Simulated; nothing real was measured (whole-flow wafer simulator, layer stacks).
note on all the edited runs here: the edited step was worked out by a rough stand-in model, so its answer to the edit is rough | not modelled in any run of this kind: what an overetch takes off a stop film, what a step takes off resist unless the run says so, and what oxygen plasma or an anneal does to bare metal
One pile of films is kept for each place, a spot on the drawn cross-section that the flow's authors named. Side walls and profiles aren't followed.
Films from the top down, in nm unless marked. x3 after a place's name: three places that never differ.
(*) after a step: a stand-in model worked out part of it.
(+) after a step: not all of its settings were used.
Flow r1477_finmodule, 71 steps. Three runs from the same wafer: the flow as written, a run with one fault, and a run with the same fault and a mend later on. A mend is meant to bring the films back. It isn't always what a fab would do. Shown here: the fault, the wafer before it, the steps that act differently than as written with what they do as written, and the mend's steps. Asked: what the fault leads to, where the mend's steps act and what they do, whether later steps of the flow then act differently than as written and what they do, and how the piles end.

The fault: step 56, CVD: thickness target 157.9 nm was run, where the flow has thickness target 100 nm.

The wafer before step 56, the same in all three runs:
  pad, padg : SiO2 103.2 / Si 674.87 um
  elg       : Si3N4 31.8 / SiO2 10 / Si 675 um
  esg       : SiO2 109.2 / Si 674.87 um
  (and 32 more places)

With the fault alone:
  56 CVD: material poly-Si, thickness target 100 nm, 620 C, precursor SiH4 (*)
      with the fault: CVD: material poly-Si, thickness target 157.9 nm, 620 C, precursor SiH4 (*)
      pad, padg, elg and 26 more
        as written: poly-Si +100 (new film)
        with the fault: poly-Si +157.9 (new film)
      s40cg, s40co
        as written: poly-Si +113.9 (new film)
        with the fault: poly-Si +172.6 (new film)
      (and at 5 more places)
  Later steps of the flow that act differently than as written (2 more steps differ only slightly, by at most 2% or 0.5 nm, whichever is larger, and aren't shown):
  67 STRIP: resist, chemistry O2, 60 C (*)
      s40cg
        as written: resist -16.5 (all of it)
        with the fault: resist -15.8 (all of it)
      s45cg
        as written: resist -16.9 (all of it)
        with the fault: resist -16.1 (all of it)
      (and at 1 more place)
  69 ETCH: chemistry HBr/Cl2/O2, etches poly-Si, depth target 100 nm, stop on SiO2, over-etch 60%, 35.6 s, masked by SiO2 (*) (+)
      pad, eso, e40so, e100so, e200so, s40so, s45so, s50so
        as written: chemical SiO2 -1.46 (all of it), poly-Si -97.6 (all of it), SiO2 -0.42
        with the fault: chemical SiO2 -1.46 (all of it), poly-Si -155.5 (all of it)
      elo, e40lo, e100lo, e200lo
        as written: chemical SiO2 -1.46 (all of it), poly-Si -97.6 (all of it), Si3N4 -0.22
        with the fault: chemical SiO2 -1.46 (all of it), poly-Si -155.5 (all of it)
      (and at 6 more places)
  At the end the piles differ from the flow's by more than 2% or 0.5 nm, whichever is larger, at padg, elg, esg and 18 more.
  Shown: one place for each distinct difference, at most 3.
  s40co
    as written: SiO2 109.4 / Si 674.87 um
    with the fault: poly-Si 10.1 / SiO2 109.6 / Si 674.87 um
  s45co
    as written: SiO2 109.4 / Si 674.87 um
    with the fault: poly-Si 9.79 / SiO2 109.6 / Si 674.87 um
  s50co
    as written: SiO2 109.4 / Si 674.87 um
    with the fault: poly-Si 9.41 / SiO2 109.6 / Si 674.87 um

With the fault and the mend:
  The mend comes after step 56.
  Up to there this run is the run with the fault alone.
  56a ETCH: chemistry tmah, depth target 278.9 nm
      pad, padg, elg and 26 more
        poly-Si -157.9 (all of it)
      s40cg, s40co
        poly-Si -172.6 (all of it)
      s45cg, s45co
        poly-Si -172.2 (all of it)
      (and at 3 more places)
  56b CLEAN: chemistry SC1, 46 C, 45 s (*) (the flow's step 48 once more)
      s40sg_line, s45sg_line, s50sg_line, s40so_line, s45so_line, s50so_line
        SiO2 -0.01
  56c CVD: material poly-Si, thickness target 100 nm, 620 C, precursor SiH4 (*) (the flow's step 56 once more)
      pad, padg, elg and 26 more
        poly-Si +100 (new film)
      s40cg, s40co
        poly-Si +113.9 (new film)
      s45cg, s45co
        poly-Si +113.4 (new film)
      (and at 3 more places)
  No later step of the flow acts differently than as written, at any place that is followed, by more than 2% or 0.5 nm, whichever is larger.
  At the end the piles differ from the flow's only slightly at the places that both follow, by at most 2% or 0.5 nm, whichever is larger.
